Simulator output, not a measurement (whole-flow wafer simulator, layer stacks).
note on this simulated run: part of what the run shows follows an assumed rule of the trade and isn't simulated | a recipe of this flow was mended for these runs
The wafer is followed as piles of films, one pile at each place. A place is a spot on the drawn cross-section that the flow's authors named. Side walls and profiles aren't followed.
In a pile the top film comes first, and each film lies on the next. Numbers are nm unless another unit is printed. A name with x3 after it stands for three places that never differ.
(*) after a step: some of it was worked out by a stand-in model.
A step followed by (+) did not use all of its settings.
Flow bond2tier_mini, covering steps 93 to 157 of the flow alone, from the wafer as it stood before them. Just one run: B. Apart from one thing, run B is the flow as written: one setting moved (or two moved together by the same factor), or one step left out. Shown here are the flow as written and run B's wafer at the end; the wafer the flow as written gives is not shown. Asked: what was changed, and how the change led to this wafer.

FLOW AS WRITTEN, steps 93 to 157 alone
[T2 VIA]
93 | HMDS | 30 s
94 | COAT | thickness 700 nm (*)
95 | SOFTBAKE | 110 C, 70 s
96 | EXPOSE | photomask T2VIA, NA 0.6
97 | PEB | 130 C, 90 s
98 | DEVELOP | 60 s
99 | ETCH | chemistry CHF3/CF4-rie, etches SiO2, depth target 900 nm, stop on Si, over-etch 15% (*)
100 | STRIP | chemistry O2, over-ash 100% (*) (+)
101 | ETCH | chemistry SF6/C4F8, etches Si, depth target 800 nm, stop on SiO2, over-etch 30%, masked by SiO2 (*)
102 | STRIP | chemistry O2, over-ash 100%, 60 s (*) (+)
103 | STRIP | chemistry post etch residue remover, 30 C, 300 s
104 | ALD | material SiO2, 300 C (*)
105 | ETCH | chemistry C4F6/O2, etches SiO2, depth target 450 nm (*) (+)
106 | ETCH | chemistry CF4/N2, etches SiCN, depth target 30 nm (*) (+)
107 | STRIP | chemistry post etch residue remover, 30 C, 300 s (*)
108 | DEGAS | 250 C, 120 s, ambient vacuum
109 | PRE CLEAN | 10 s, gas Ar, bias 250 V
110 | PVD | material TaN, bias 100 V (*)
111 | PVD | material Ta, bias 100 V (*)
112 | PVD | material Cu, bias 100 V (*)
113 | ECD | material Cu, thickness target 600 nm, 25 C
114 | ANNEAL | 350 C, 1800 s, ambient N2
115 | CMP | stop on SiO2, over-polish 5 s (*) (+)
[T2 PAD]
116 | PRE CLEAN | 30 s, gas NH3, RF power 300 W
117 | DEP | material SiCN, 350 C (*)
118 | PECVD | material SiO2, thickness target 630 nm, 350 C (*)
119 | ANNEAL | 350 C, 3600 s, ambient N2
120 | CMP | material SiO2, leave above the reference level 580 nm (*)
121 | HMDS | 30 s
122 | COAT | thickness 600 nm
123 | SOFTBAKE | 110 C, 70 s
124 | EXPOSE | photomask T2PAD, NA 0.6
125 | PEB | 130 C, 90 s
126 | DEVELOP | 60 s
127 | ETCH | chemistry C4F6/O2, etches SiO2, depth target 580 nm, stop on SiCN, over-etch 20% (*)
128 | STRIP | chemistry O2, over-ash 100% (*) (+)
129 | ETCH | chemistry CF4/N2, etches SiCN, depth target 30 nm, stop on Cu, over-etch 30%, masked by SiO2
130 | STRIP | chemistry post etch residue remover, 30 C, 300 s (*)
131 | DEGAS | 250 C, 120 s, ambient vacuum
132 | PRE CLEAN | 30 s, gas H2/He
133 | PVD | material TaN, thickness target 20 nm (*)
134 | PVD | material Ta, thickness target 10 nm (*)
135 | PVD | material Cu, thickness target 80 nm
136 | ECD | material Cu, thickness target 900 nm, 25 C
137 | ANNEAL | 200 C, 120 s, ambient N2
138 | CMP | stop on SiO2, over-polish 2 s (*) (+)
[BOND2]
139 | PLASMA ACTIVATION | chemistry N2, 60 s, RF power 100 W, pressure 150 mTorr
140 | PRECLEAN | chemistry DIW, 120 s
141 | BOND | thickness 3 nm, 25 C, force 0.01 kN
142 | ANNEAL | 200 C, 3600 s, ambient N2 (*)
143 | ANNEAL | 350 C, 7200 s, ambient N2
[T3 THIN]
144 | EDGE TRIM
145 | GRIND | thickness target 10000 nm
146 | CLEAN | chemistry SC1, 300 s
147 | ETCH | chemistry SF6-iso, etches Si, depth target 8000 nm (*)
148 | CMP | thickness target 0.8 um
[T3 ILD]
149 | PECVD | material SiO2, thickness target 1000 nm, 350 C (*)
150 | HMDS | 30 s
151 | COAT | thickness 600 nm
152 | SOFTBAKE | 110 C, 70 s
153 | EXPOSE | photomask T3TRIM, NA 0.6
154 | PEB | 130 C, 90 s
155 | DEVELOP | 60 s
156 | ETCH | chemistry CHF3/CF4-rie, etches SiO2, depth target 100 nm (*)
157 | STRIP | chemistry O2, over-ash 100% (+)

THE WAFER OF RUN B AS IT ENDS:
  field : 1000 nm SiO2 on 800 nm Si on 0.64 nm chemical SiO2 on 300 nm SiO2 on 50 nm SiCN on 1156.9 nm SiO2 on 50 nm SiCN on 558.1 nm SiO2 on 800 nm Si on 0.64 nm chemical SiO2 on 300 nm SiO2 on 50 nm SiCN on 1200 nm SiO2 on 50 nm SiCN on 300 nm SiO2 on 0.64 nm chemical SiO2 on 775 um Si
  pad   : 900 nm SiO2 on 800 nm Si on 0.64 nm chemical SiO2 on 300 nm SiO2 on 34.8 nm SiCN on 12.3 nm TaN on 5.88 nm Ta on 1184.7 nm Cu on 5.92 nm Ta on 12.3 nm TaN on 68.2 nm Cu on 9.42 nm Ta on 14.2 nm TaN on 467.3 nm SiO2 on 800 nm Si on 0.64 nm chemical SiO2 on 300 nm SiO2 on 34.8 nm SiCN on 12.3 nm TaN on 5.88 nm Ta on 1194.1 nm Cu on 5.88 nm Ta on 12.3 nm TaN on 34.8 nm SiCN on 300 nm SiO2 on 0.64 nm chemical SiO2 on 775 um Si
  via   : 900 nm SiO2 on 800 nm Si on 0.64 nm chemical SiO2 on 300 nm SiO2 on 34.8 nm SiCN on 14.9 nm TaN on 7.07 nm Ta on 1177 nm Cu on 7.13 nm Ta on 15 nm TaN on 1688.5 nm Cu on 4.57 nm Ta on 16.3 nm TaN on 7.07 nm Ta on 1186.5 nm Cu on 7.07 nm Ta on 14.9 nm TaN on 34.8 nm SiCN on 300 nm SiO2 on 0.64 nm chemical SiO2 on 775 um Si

What caused this: step 109, PRE CLEAN: bias 190 V was run, whereas the flow has bias 250 V.

The path from the change to this, step by step:
  109 | PRE CLEAN | 10 s, gas Ar, bias 250 V
      field, pad: -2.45 SiO2 (in the flow as written it would be: -3 SiO2)
      via: -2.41 TaN (in the flow as written it would be: -3.19 TaN)
